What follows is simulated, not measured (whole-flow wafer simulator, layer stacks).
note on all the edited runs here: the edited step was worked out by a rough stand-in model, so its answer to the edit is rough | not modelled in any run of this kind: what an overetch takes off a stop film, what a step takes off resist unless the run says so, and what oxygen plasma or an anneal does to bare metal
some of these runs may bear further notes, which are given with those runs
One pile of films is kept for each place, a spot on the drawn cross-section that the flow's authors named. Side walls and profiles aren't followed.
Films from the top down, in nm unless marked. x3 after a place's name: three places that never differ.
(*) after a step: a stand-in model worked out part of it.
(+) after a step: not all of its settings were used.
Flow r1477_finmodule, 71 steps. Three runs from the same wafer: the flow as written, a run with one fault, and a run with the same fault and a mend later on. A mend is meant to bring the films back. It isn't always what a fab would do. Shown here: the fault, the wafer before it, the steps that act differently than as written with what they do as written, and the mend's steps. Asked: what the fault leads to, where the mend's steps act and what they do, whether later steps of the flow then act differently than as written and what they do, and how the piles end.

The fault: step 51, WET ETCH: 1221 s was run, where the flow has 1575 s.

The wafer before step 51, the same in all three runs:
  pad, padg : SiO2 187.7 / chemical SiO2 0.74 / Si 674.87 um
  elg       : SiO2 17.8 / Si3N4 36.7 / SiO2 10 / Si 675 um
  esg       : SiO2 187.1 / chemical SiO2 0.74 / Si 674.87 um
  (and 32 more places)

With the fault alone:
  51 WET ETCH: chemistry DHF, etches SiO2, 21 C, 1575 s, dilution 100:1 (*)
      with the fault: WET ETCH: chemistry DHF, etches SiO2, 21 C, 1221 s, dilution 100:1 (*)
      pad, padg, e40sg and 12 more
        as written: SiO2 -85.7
        with the fault: SiO2 -66.4
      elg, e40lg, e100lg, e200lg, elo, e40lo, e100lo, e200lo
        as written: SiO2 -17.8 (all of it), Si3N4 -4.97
        with the fault: SiO2 -17.8 (all of it), Si3N4 -3.53
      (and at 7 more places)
  Later steps of the flow that act differently than as written (1 more step differs only slightly, by at most 2% or 0.5 nm, whichever is larger, and isn't shown):
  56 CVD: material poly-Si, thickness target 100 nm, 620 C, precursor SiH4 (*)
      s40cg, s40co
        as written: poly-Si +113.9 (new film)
        with the fault: poly-Si +100 (new film)
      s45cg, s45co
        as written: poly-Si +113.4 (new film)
        with the fault: poly-Si +100 (new film)
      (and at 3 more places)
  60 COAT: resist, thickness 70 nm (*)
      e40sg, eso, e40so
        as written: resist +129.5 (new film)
        with the fault: resist +112.6 (new film)
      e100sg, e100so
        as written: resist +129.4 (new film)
        with the fault: resist +112.5 (new film)
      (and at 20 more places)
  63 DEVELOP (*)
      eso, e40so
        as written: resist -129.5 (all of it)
        with the fault: resist -112.6 (all of it)
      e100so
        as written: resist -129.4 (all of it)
        with the fault: resist -112.5 (all of it)
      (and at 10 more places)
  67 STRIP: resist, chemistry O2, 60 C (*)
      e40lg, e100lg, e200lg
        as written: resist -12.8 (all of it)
        with the fault: resist -13.7 (all of it)
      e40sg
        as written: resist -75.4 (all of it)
        with the fault: resist -58.5 (all of it)
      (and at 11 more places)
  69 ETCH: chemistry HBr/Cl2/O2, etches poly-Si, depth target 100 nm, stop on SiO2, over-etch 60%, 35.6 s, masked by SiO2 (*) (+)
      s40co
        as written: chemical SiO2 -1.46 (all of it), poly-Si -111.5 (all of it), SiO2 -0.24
        with the fault: chemical SiO2 -1.37 (all of it), poly-Si -97.6 (all of it), SiO2 -0.42
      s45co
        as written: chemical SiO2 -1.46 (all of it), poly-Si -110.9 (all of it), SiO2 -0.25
        with the fault: chemical SiO2 -1.37 (all of it), poly-Si -97.6 (all of it), SiO2 -0.42
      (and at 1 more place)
  At the end the piles differ from the flow's by more than 2% or 0.5 nm, whichever is larger, at pad, padg, elg and 27 more.
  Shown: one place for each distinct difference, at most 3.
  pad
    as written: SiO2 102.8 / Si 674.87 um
    with the fault: SiO2 122 / Si 674.87 um
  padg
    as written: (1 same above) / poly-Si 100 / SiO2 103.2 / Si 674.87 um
    with the fault: (1 same above) / poly-Si 100 / SiO2 122.5 / Si 674.87 um
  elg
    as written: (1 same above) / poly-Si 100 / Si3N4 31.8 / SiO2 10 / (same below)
    with the fault: (1 same above) / poly-Si 100 / Si3N4 33.2 / SiO2 10 / (same below)

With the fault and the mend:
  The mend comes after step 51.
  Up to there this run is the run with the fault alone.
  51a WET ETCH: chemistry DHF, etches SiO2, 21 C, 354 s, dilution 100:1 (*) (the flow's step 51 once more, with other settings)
      pad, padg, e40sg and 12 more
        SiO2 -19.3
      elg, e40lg, e100lg, e200lg, elo, e40lo, e100lo, e200lo
        Si3N4 -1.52
      esg, s40cg, s45cg, s50cg, s40co, s45co, s50co
        SiO2 -17.8
  No later step of the flow acts differently than as written, at any place that is followed, by more than 2% or 0.5 nm, whichever is larger.
  At the end the piles differ from the flow's only slightly at the places that both follow, by at most 2% or 0.5 nm, whichever is larger.
